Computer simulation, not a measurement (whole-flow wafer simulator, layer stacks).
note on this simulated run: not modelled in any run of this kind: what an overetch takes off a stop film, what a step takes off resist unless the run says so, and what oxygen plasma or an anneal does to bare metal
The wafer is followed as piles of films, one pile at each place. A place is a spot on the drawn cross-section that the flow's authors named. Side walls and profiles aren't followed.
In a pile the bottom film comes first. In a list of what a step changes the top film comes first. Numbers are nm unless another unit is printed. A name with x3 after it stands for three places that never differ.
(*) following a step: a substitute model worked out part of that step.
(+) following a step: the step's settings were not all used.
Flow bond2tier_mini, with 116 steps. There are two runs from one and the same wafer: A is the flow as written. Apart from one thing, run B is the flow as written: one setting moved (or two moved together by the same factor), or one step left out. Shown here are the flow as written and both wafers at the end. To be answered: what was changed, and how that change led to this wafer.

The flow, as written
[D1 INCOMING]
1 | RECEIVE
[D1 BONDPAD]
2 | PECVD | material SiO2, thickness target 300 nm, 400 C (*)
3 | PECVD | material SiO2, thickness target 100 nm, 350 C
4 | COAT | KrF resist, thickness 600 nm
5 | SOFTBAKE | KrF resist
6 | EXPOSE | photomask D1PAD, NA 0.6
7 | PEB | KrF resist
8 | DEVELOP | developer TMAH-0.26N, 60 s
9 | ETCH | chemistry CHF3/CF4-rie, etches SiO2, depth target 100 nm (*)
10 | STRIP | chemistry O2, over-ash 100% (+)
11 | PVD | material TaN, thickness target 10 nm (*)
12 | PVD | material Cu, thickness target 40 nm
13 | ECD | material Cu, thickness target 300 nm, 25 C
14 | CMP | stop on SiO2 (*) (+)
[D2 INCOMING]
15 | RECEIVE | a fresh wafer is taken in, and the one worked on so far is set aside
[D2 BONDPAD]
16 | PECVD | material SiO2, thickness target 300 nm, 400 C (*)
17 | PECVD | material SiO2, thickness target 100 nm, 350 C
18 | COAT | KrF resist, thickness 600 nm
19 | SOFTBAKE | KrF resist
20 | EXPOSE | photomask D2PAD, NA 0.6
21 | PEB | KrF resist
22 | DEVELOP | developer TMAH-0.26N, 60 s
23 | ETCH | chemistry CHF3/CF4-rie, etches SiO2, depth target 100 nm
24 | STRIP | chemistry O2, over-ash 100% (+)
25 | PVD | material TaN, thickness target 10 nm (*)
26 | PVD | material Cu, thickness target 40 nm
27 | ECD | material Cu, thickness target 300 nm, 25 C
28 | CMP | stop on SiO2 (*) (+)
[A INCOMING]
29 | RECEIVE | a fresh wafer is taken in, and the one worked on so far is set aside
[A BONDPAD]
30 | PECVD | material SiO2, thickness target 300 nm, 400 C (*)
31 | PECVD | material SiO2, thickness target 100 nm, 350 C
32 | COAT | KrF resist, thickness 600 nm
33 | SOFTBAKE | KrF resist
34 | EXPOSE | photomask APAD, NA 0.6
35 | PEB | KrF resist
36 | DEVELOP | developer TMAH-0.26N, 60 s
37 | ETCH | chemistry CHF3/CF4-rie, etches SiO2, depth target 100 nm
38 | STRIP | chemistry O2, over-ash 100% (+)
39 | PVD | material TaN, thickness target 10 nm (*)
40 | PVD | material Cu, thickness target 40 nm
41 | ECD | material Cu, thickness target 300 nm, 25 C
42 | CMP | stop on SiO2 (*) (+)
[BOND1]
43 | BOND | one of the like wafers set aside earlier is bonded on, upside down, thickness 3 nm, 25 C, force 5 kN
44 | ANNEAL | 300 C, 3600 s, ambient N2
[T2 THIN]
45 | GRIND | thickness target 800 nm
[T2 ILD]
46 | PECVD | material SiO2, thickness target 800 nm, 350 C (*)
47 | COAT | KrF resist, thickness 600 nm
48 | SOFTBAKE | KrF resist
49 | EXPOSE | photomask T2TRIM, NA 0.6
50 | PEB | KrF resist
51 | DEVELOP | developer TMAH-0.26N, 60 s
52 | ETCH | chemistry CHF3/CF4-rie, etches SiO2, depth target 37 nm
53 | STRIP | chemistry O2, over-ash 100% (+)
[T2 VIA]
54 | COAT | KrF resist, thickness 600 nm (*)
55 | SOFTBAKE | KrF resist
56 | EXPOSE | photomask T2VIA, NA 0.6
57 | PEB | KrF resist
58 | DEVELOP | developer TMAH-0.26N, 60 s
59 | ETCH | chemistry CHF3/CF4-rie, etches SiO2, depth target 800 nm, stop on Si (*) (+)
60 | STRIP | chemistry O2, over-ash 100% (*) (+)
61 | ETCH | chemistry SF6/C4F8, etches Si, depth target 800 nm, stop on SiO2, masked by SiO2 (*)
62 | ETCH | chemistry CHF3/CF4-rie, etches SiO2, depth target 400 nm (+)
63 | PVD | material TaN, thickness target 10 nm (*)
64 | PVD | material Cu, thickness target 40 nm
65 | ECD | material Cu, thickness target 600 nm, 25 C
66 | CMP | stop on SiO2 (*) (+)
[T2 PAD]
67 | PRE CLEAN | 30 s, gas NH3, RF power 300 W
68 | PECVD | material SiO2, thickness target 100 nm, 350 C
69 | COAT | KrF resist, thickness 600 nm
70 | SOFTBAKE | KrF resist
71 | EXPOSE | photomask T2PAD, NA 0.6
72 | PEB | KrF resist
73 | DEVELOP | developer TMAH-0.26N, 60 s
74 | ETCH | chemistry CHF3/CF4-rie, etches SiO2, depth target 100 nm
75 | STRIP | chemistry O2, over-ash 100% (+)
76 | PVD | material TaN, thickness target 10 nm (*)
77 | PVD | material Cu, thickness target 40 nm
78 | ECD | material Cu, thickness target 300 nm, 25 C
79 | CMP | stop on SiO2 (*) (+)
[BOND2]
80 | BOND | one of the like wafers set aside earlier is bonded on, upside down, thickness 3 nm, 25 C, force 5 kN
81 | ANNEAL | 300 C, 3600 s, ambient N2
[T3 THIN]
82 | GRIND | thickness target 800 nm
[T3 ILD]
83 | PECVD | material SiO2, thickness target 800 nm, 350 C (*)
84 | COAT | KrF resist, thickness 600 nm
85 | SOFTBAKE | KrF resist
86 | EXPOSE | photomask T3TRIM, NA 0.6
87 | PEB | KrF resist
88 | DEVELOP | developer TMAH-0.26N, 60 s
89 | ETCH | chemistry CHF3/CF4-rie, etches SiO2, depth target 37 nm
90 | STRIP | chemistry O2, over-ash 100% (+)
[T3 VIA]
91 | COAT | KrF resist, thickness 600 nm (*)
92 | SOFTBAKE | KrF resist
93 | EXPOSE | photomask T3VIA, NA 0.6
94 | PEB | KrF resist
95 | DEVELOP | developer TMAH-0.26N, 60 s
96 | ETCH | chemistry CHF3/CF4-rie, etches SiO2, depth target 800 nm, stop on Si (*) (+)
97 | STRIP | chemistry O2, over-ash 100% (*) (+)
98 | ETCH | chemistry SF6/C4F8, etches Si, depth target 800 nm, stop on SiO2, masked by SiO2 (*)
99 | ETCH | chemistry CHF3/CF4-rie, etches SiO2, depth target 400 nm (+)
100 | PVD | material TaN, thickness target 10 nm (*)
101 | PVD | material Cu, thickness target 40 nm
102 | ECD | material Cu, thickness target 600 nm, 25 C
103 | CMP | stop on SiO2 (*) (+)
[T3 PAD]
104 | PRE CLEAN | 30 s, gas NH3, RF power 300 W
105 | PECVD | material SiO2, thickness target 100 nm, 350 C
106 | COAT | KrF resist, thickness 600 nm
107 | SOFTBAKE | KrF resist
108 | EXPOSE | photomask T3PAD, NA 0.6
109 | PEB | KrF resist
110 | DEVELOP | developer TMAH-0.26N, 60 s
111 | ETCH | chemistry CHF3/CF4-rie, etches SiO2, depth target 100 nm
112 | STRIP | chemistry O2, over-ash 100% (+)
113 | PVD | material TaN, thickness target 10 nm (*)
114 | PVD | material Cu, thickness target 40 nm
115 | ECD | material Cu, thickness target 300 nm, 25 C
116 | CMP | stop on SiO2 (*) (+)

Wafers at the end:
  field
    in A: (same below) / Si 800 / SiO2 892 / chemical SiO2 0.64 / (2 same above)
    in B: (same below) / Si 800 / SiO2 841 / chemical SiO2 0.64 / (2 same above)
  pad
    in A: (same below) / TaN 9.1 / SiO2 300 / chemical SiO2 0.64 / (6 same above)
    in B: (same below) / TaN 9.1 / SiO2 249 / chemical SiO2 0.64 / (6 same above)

The reason: step 17, PECVD: thickness target 49 nm was run, though the flow has thickness target 100 nm.

Step by step, how the change led to this:
  17 | PECVD | material SiO2, thickness target 100 nm, 350 C
      field, pad, via: A +100 SiO2 | B +49 SiO2
  80 | BOND | one of the like wafers set aside earlier is bonded on, upside down, thickness 3 nm, 25 C, force 5 kN
      field: A +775 um Si (new film), +0.64 chemical SiO2 (new film), +400 SiO2 | B +775 um Si (new film), +0.64 chemical SiO2 (new film), +349 SiO2
      pad: A +775 um Si (new film), +0.64 chemical SiO2 (new film), +300 SiO2 (new film), +9.1 TaN (new film), +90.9 Cu | B +775 um Si (new film), +0.64 chemical SiO2 (new film), +249 SiO2 (new film), +9.1 TaN (new film), +90.9 Cu
